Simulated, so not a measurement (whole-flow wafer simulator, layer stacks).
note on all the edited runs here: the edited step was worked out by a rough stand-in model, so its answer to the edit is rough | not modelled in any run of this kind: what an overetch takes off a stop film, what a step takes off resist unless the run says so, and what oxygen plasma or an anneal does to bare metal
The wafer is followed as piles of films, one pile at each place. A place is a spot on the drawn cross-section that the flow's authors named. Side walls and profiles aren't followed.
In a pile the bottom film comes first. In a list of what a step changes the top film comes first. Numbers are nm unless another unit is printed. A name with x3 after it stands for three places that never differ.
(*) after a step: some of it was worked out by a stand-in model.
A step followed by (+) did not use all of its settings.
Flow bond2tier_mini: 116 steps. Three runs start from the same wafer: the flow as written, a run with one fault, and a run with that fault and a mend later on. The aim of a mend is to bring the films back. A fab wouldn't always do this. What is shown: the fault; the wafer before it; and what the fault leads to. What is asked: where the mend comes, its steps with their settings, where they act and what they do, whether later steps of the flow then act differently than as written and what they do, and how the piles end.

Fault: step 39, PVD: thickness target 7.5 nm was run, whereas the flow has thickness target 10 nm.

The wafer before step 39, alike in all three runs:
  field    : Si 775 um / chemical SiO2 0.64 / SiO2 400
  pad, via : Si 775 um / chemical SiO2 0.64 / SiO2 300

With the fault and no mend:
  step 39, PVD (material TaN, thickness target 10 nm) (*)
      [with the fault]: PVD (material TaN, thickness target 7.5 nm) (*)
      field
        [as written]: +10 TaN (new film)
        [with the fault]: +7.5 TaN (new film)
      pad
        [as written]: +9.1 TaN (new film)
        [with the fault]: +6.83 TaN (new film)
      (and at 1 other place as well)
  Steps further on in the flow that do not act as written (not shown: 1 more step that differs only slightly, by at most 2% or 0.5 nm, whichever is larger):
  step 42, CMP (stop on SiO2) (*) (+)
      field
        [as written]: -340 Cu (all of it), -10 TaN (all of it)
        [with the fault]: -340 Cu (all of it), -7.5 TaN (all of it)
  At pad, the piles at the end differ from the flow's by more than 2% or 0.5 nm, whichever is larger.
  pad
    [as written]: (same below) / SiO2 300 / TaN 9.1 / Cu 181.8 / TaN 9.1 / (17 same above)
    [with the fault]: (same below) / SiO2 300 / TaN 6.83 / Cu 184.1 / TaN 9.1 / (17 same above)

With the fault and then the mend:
  The mend follows step 39.
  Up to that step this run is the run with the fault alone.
  step 39a, PVD (material TaN, thickness target 2.5 nm) (*) (the flow's step 39, run once more with other settings)
      field
        +2.5 TaN
      pad
        +2.27 TaN
      via
        +2.49 TaN
  None of the later steps of the flow acts differently than as written at any place that is followed.
  By the end, the piles equal the flow's at every place that both follow.
